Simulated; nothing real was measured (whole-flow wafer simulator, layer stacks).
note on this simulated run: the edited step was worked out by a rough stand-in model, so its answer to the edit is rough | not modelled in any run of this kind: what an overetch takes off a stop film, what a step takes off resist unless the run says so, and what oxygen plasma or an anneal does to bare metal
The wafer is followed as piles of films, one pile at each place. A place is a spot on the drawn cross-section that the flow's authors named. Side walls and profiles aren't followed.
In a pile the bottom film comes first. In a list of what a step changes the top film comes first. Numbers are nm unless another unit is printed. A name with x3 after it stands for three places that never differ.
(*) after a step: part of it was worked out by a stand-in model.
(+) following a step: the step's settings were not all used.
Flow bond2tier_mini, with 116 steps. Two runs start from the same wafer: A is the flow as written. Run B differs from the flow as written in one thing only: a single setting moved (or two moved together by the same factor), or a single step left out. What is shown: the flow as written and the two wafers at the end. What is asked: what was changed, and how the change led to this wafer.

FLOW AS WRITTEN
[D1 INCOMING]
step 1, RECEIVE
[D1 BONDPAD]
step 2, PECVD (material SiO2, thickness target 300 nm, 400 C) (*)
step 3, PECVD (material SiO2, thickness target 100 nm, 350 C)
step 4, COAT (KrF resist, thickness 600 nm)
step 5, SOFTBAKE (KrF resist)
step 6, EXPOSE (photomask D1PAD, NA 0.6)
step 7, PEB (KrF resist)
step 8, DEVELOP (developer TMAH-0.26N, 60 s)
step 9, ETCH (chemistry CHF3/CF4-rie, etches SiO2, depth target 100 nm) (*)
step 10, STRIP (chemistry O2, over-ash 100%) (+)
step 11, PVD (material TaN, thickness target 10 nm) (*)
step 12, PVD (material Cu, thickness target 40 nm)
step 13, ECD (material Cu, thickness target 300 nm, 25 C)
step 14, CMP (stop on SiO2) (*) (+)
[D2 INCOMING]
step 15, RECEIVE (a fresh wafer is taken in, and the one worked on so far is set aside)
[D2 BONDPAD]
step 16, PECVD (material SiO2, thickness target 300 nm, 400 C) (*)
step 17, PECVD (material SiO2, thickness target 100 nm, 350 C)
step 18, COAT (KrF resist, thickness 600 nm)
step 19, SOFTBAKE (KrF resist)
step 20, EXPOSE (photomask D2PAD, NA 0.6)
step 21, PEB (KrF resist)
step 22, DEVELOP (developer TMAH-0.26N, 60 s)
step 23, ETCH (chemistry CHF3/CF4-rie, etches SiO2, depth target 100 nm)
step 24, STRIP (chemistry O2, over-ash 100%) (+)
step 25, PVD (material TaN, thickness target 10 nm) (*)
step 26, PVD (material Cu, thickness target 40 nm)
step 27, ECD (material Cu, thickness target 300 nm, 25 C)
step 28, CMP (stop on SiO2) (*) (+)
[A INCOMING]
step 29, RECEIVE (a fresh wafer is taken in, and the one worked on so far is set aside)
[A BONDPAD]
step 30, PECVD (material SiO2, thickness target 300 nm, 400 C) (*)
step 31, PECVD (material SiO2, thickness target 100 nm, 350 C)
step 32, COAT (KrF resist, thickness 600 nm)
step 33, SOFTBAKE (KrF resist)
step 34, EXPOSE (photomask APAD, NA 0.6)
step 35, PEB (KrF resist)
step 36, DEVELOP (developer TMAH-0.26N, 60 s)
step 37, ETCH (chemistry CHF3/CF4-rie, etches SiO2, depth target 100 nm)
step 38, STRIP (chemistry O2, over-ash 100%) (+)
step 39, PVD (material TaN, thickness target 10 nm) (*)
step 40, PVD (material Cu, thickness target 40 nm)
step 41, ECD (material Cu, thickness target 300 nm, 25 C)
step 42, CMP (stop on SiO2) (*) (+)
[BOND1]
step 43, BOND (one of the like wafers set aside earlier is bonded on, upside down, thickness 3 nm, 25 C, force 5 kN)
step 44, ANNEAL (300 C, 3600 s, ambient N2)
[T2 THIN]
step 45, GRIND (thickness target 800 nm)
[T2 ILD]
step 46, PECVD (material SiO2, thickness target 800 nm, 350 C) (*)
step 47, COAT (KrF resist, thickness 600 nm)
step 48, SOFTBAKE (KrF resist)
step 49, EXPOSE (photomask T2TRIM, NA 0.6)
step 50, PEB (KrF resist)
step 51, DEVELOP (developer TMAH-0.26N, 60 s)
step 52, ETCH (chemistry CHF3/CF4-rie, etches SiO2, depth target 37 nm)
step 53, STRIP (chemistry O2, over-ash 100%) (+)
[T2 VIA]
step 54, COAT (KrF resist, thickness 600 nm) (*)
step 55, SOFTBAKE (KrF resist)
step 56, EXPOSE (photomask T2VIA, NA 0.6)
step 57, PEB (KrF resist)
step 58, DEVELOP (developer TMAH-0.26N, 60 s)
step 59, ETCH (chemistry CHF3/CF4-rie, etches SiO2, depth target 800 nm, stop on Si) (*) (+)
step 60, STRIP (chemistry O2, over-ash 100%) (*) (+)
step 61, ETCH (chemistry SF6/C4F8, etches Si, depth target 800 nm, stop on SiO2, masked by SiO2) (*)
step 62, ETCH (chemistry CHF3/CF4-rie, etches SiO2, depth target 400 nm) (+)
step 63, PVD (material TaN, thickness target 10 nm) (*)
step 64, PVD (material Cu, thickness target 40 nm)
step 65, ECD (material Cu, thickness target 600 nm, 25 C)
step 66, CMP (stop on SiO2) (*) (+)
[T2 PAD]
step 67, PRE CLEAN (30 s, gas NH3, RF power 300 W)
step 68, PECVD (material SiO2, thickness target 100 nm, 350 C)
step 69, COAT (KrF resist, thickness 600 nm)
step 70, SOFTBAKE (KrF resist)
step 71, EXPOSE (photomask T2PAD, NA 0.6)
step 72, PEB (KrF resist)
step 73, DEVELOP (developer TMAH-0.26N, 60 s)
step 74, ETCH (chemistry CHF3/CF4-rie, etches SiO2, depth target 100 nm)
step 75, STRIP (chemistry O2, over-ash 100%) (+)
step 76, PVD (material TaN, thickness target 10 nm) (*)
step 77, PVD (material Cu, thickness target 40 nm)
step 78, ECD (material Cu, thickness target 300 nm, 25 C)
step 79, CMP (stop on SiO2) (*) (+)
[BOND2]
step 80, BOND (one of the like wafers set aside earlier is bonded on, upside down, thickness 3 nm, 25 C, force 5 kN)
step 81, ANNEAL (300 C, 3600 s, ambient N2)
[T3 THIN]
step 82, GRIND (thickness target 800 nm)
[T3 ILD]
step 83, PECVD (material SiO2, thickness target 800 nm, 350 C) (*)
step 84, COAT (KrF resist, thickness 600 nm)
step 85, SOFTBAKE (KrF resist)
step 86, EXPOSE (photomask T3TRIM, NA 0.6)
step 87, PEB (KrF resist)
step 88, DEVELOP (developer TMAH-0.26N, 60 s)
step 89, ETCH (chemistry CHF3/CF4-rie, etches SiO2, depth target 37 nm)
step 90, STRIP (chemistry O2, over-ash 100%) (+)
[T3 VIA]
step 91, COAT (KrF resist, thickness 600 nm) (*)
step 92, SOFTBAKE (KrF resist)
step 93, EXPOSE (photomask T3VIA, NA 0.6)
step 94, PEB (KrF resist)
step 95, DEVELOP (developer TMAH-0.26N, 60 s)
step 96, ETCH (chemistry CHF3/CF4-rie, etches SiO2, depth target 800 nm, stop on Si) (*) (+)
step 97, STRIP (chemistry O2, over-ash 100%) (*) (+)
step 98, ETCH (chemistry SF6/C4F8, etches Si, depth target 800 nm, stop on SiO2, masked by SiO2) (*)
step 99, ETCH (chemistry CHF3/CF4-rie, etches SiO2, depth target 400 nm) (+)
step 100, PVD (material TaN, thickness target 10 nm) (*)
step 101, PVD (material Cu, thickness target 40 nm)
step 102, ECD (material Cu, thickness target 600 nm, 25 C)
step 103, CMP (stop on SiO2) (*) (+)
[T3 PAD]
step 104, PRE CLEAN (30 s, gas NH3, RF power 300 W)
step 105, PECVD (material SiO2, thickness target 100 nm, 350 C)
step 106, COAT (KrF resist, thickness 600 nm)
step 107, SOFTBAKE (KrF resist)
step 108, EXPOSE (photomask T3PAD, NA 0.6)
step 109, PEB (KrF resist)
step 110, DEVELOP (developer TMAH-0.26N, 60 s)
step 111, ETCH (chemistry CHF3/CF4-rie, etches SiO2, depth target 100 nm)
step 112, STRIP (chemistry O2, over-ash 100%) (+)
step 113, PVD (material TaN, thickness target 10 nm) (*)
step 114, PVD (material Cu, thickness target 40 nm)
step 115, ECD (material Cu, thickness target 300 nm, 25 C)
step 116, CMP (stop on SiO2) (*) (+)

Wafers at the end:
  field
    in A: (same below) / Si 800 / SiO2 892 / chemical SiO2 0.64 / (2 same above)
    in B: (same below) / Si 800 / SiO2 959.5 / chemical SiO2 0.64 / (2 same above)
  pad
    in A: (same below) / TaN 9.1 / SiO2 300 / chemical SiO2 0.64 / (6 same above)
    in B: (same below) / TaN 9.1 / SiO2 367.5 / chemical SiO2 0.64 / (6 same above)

Cause: step 16, PECVD: thickness target 367.5 nm was run, while the flow as written has thickness target 300 nm.
The wafer itself shows it: pad has SiO2 367.5, and step 16 as written asks for 300 nm.

Step by step, how the change led to this:
  step 16, PECVD (material SiO2, thickness target 300 nm, 400 C) (*)
      field, pad, via: A SiO2 gains 300 (new film) | B SiO2 gains 367.5 (new film)
  step 80, BOND (one of the like wafers set aside earlier is bonded on, upside down, thickness 3 nm, 25 C, force 5 kN)
      field: A Si gains 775 um (new film), chemical SiO2 gains 0.64 (new film), SiO2 gains 400 | B Si gains 775 um (new film), chemical SiO2 gains 0.64 (new film), SiO2 gains 467.5
      pad: A Si gains 775 um (new film), chemical SiO2 gains 0.64 (new film), SiO2 gains 300 (new film), TaN gains 9.1 (new film), Cu gains 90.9 | B Si gains 775 um (new film), chemical SiO2 gains 0.64 (new film), SiO2 gains 367.5 (new film), TaN gains 9.1 (new film), Cu gains 90.9
